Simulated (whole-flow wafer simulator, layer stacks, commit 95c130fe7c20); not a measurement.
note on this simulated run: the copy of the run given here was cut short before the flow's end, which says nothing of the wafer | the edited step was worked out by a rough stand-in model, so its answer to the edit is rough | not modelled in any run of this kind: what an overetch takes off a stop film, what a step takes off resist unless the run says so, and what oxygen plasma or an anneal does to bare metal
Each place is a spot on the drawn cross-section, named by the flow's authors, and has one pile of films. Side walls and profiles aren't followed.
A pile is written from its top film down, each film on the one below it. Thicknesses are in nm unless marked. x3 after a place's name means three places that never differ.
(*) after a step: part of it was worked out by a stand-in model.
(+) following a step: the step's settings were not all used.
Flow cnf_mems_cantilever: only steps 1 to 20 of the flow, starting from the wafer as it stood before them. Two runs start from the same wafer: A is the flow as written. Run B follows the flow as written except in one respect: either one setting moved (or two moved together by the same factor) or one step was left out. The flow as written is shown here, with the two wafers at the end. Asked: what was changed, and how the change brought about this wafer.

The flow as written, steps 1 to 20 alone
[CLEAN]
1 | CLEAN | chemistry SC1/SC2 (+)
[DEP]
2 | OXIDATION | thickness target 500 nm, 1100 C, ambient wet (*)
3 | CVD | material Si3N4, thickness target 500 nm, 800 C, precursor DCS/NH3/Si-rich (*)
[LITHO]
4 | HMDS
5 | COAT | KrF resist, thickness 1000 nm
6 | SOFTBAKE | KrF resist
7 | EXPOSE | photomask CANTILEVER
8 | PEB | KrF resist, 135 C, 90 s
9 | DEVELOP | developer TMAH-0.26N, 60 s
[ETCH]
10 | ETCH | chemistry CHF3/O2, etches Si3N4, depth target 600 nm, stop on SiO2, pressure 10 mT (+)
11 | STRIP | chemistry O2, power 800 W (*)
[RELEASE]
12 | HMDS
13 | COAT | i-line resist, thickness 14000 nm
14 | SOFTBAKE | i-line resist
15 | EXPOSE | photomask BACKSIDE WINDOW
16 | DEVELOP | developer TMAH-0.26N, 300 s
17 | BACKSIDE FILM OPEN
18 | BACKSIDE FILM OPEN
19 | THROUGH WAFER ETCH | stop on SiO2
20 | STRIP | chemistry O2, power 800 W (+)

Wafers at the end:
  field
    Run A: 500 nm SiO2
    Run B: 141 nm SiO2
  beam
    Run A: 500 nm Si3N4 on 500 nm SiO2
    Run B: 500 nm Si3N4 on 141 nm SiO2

What caused this: step 2, OXIDATION: 935 C was run, while the flow as written has 1100 C.

Step by step, how the change led to this:
  2 | OXIDATION | thickness target 500 nm, 1100 C, ambient wet (*)
      field, beam: A SiO2 gains 500 (new film), chemical SiO2 loses 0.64 (all of it), Si loses 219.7 | B SiO2 gains 141 (new film), chemical SiO2 loses 0.64 (all of it), Si loses 61.8
  19 | THROUGH WAFER ETCH | stop on SiO2
      field: A under 1 film: Si loses 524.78 um (all of it) | B under 1 film: Si loses 524.94 um (all of it)
      beam: A under 2 films: Si loses 524.78 um (all of it) | B under 2 films: Si loses 524.94 um (all of it)
